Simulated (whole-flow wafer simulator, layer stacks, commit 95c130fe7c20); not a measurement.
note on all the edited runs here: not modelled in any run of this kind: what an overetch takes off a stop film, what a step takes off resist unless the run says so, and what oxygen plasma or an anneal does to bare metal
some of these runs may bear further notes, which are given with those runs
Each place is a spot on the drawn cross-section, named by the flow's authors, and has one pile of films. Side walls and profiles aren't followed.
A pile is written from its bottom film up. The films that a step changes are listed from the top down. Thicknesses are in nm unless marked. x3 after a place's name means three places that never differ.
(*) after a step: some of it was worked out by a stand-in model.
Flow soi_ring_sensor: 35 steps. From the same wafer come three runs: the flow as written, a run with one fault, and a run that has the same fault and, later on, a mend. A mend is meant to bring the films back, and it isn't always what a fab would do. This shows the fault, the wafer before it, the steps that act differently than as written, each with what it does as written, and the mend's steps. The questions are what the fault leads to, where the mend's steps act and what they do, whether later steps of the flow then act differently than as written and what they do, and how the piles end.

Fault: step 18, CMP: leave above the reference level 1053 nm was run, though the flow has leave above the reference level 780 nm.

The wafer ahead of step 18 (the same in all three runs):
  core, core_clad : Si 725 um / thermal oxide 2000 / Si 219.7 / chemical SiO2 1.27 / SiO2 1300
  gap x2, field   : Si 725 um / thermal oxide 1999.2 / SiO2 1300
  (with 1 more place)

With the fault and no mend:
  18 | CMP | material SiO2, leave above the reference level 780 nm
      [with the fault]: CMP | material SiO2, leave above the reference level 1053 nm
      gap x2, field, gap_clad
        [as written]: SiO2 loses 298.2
        [with the fault]: SiO2 loses 25.2
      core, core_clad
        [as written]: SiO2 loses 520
        [with the fault]: SiO2 loses 247
  Steps later in the flow that act otherwise than as written:
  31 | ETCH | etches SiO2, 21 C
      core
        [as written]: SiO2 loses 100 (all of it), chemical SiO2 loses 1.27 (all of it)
        [with the fault]: SiO2 loses 373 (all of it), chemical SiO2 loses 1.27 (all of it)
  By the end, the piles at field, core_clad depart from the flow's by more than 2% or 0.5 nm, whichever is larger.
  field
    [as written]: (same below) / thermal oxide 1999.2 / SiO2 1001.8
    [with the fault]: (same below) / thermal oxide 1999.2 / SiO2 1274.8
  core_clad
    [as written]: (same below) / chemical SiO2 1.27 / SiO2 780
    [with the fault]: (same below) / chemical SiO2 1.27 / SiO2 1053

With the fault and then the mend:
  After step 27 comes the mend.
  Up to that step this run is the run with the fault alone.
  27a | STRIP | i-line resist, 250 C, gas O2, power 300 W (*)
      field, core_clad, gap_clad
        i-line resist loses 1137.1 (all of it)
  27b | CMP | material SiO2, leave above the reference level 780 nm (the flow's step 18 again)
      core, gap x2, field, core_clad, gap_clad
        SiO2 loses 273
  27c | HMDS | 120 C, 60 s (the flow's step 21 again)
      leaves every film unchanged at each place that is followed
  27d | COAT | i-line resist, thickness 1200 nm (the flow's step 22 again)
      core, gap x2, field, core_clad, gap_clad
        i-line resist gains 1200 (new film)
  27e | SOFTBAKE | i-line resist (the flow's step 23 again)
      leaves every film unchanged at each place that is followed
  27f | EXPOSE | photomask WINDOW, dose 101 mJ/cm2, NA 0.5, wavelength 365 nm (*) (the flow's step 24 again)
      leaves every film unchanged at each place that is followed
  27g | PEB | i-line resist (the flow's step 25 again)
      core, gap x2, field, core_clad, gap_clad
        i-line resist loses 62.8
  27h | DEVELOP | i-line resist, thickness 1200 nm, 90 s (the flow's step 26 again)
      core, gap x2
        i-line resist loses 1137.2 (all of it)
      field, core_clad, gap_clad
        i-line resist loses 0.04
  None of the later steps of the flow acts differently than as written at any place that is followed.
  At every place that both follow, the piles at the end match the flow's.
